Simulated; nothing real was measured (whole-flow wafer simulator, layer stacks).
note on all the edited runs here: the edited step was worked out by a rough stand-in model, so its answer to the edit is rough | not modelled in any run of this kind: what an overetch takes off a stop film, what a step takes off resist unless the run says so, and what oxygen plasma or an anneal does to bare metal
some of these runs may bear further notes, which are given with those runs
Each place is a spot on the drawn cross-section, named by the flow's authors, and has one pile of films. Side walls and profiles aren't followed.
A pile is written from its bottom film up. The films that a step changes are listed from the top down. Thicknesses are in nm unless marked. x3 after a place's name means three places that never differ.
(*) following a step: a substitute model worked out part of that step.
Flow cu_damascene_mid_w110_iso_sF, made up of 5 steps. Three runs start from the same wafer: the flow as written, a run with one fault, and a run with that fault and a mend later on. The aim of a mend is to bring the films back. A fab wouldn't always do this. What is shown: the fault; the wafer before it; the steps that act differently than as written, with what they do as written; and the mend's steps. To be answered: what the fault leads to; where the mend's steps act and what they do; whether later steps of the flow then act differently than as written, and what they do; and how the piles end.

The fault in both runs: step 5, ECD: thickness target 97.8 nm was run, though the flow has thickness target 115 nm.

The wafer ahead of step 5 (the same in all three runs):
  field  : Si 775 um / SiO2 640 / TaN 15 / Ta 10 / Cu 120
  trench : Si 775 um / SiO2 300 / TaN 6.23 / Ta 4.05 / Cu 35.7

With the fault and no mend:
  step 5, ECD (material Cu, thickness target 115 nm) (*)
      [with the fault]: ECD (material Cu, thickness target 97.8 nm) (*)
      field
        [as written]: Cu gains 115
        [with the fault]: Cu gains 97.8
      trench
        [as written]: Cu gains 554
        [with the fault]: Cu gains 536.8
  Later steps of the flow that are run all act as written at every place that is followed.
  At field, trench, the piles at the end differ from the flow's by more than 2% or 0.5 nm, whichever is larger.
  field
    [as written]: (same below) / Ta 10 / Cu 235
    [with the fault]: (same below) / Ta 10 / Cu 217.8
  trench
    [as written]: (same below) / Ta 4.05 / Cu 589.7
    [with the fault]: (same below) / Ta 4.05 / Cu 572.5

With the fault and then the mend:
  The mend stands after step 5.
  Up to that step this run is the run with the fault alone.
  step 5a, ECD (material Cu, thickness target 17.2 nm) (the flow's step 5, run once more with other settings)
      field, trench
        Cu gains 17.2
  Later steps of the flow that are run all act as written at every place that is followed.
  At every place that both follow, the piles at the end match the flow's.
